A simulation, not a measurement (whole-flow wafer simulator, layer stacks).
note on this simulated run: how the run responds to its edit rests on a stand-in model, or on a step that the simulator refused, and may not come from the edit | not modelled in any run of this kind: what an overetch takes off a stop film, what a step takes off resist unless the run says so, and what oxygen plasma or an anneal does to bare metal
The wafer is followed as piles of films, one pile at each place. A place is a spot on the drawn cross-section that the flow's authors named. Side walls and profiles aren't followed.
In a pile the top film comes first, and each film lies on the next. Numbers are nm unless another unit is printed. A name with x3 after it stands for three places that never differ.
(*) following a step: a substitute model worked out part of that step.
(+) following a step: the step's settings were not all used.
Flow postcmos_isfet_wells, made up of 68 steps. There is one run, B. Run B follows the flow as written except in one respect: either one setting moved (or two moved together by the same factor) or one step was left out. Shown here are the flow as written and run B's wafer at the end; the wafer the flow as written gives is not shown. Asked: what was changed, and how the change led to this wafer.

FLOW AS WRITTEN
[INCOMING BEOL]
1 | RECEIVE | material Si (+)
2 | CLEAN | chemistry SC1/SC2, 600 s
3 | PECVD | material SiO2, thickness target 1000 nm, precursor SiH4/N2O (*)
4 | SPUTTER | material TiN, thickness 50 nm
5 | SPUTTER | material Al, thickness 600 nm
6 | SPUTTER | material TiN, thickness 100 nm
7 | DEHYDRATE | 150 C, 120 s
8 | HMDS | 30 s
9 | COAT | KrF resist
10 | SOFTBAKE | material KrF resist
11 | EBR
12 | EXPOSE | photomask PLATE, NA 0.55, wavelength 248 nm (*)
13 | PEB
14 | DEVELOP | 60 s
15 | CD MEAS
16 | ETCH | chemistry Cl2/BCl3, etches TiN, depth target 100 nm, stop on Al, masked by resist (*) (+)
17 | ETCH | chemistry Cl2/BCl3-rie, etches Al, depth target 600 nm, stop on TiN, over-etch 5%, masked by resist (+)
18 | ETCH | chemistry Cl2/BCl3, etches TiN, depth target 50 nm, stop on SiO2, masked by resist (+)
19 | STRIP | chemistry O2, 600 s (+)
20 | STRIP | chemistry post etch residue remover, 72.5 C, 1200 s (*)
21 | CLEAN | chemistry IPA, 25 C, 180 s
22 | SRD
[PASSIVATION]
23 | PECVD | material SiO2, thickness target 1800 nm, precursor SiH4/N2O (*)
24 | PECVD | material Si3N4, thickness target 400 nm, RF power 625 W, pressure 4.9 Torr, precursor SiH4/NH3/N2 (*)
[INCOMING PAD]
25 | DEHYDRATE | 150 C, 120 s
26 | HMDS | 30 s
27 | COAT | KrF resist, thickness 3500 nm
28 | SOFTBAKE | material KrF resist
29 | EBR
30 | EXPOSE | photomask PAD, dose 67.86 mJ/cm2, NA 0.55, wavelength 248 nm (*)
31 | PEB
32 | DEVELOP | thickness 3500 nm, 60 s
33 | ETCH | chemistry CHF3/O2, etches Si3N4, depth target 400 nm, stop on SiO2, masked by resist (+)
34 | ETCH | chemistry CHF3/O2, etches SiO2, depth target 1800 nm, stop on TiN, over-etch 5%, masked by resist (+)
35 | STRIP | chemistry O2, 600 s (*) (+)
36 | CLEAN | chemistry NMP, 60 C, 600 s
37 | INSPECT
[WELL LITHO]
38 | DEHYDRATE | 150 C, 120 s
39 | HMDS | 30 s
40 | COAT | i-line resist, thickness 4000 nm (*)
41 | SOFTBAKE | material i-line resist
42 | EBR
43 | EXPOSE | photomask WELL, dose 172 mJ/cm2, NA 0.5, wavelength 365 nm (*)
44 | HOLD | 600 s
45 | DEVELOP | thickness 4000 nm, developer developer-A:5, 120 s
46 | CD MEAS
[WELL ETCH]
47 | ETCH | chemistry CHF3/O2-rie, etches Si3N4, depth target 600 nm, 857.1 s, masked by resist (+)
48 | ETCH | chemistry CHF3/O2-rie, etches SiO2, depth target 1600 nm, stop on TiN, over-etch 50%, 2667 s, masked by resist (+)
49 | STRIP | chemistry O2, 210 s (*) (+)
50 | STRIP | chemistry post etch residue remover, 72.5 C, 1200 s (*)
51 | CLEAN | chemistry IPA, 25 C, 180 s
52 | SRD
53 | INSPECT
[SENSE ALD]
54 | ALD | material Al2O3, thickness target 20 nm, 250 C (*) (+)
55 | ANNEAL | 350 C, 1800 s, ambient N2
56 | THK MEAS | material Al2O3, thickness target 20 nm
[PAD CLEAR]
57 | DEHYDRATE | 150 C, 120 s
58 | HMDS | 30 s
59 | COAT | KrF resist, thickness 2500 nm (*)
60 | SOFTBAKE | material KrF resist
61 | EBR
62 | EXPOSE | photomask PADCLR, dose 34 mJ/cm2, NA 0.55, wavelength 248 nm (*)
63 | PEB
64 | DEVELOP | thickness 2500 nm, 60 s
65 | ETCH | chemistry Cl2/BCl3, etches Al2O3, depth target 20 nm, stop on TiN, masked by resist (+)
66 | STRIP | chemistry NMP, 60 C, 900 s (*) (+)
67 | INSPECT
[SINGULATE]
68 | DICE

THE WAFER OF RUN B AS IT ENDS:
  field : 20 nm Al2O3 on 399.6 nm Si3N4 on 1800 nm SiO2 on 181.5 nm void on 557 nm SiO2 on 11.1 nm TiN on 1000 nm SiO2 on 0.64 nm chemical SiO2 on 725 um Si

Cause: step 18, ETCH: depth target 38.5 nm was run, though the flow has depth target 50 nm.

Step by step, how the change led to this:
  18 | ETCH | chemistry Cl2/BCl3, etches TiN, depth target 50 nm, stop on SiO2, masked by resist (+)
      field: TiN loses 38.5 (it would be, as written: TiN loses 50 (all of it))
      margin, well900, well1300 x3, pad_rim, pad_clr, pad_open: KrF resist loses 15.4 (it would be, as written: KrF resist loses 20)
  23 | PECVD | material SiO2, thickness target 1800 nm, precursor SiH4/N2O (*)
      field: SiO2 gains 1800 (new film), void gains 181.5 (new film), SiO2 gains 557 (new film) (it would be, as written: SiO2 gains 1800 (new film), void gains 189.9 (new film), SiO2 gains 559.7)
If metal films that touch count as one body, field has 1 body; the flow as written gives 0 bodies.
